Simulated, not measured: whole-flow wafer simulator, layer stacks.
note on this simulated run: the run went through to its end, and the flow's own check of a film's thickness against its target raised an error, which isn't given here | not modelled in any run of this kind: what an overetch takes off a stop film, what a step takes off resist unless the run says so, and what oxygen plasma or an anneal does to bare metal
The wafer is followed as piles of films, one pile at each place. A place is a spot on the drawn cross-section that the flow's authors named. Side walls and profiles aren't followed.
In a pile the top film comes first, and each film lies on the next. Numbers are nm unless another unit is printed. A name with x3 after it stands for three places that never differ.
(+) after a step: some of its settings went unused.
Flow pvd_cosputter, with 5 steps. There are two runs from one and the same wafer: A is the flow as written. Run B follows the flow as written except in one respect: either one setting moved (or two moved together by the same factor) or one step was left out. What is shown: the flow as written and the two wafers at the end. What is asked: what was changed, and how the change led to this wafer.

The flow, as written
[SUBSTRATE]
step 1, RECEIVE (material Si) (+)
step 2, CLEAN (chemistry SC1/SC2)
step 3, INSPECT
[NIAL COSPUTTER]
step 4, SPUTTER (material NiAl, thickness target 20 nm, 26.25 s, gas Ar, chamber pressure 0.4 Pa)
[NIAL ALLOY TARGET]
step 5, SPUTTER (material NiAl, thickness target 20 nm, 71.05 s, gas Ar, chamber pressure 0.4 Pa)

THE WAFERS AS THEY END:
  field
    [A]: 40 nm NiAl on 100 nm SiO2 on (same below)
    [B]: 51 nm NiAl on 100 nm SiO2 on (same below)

What caused this: step 5, SPUTTER: thickness target 31 nm was run, though the flow has thickness target 20 nm; step 5, SPUTTER: 110.1 s was run, where the flow has 71.05 s.

Step by step, how the change led to this:
  step 5, SPUTTER (material NiAl, thickness target 20 nm, 71.05 s, gas Ar, chamber pressure 0.4 Pa)
      field: A +20 NiAl | B +31 NiAl
